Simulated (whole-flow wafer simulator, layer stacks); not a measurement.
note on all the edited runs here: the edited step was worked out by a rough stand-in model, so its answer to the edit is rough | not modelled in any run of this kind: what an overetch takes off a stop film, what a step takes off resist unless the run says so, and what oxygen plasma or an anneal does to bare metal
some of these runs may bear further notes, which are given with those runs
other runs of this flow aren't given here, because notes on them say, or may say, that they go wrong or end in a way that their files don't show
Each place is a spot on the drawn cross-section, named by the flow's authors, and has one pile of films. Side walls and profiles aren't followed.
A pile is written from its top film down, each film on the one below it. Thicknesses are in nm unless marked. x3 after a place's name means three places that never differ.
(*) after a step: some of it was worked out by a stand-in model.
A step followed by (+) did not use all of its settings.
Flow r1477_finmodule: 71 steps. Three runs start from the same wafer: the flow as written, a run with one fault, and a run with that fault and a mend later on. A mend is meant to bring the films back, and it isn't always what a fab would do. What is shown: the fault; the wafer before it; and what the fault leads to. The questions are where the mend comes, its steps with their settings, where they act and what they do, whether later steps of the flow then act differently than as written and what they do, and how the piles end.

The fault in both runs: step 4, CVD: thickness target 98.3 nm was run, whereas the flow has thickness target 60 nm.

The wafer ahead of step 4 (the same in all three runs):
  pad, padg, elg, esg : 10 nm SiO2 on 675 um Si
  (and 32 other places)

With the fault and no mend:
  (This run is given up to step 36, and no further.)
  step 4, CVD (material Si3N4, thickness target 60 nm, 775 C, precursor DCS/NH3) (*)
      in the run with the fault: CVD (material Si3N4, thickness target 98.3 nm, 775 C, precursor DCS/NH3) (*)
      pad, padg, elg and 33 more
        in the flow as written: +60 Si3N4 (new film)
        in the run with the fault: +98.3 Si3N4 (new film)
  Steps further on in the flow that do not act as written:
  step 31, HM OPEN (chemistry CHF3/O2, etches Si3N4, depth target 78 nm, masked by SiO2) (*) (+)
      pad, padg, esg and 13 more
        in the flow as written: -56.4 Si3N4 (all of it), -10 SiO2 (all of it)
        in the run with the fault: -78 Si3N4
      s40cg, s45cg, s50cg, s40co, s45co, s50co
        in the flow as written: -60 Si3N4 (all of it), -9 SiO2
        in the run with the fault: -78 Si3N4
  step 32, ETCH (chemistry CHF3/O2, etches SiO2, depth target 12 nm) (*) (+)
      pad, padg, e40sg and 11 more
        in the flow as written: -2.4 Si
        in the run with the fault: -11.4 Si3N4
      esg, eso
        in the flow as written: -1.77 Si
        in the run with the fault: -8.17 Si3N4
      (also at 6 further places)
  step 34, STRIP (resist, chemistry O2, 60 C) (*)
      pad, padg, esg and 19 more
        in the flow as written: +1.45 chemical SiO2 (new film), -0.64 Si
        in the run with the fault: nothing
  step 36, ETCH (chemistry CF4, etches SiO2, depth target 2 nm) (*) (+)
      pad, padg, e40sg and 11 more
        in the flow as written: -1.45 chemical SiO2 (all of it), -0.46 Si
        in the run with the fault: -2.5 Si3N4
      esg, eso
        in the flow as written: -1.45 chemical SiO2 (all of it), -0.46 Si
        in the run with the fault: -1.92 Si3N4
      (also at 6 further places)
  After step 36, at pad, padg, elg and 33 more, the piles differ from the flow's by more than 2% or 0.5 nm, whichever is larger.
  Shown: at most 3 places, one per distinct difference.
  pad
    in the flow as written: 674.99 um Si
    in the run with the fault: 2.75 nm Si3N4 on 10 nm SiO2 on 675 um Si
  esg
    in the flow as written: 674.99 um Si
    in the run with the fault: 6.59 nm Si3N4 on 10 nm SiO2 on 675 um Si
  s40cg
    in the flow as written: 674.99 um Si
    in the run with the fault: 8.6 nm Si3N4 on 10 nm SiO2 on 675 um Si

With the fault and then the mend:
  The mend follows step 5.
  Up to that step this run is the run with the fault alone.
  step 5a, ETCH (chemistry h3po4, depth target 113 nm)
      pad, padg, elg and 33 more
        -98.3 Si3N4 (all of it)
  step 5b, CLEAN (chemistry SC1/SC2) (the flow's step 2 again)
      leaves every film unchanged at each place that is followed
  step 5c, CVD (material Si3N4, thickness target 60 nm, 775 C, precursor DCS/NH3) (*) (the flow's step 4 again)
      pad, padg, elg and 33 more
        +60 Si3N4 (new film)
  Every later step of the flow that is run acts as written at every place that is followed.
  By the end, the piles equal the flow's at every place that both follow.
